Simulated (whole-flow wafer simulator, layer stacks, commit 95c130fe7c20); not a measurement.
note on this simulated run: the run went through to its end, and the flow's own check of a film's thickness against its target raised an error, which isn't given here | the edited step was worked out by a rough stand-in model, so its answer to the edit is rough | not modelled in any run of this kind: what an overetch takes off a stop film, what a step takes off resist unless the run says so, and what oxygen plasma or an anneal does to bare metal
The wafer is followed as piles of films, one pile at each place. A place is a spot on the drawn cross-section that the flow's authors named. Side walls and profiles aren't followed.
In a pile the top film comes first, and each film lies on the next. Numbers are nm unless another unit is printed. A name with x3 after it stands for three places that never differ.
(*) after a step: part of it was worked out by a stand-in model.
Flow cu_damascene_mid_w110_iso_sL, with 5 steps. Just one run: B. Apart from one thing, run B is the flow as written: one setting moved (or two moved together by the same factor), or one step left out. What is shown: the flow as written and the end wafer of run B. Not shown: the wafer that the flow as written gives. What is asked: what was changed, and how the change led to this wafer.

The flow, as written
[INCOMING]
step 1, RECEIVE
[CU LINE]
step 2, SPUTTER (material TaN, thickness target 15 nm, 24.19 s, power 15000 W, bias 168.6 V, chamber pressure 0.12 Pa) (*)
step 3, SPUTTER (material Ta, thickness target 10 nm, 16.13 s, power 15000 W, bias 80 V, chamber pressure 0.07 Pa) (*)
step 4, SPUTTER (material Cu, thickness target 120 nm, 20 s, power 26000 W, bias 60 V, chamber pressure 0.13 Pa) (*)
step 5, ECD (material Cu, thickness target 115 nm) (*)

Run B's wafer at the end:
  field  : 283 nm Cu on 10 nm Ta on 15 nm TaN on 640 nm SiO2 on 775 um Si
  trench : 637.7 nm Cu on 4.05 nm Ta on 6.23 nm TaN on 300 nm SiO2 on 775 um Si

The reason: step 4, SPUTTER: 28 s was run, while the flow as written has 20 s.

Step by step, how the change led to this:
  step 4, SPUTTER (material Cu, thickness target 120 nm, 20 s, power 26000 W, bias 60 V, chamber pressure 0.13 Pa) (*)
      field: Cu gains 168 (new film) (as written it would have been: Cu gains 120 (new film))
      trench: Cu gains 69.9 (new film) (as written it would have been: Cu gains 49.9 (new film))
  step 5, ECD (material Cu, thickness target 115 nm) (*)
      trench: Cu gains 567.8 (as written it would have been: Cu gains 539.8)
